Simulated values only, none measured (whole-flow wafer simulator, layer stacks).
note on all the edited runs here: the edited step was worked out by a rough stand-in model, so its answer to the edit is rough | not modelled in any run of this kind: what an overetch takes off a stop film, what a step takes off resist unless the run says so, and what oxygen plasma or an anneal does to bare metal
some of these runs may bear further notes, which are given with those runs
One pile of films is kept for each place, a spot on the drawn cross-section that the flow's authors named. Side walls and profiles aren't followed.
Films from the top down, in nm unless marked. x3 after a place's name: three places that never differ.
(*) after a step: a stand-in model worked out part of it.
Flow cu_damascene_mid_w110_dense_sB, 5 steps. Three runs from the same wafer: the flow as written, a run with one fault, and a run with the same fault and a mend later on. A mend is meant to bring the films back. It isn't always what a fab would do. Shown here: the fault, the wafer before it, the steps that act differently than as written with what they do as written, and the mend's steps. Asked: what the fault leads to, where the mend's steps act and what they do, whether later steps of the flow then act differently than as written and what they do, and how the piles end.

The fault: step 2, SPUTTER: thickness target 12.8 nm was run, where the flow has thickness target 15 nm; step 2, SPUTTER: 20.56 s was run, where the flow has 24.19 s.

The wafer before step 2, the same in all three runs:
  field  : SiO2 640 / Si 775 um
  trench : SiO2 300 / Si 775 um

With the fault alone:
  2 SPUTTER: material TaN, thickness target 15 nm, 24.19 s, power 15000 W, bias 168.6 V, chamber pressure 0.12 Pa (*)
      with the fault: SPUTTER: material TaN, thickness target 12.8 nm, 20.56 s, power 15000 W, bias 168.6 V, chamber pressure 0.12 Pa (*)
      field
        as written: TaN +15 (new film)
        with the fault: TaN +12.8 (new film)
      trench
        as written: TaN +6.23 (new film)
        with the fault: TaN +5.32 (new film)
  No later step of the flow acts differently than as written, at any place that is followed, by more than 2% or 0.5 nm, whichever is larger.
  At the end the piles differ from the flow's by more than 2% or 0.5 nm, whichever is larger, at field, trench.
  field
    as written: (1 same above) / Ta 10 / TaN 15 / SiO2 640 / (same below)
    with the fault: (1 same above) / Ta 10 / TaN 12.8 / SiO2 640 / (same below)
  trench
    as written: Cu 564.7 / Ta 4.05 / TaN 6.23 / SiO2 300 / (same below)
    with the fault: Cu 563.4 / Ta 4.07 / TaN 5.32 / SiO2 300 / (same below)

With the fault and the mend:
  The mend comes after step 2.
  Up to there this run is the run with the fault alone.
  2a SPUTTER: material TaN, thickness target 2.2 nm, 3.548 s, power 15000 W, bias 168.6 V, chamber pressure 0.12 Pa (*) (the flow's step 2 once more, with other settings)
      field
        TaN +2.2
      trench
        TaN +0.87
  No later step of the flow acts differently than as written at any place that is followed.
  At the end the piles differ from the flow's only slightly at the places that both follow, by at most 2% or 0.5 nm, whichever is larger.
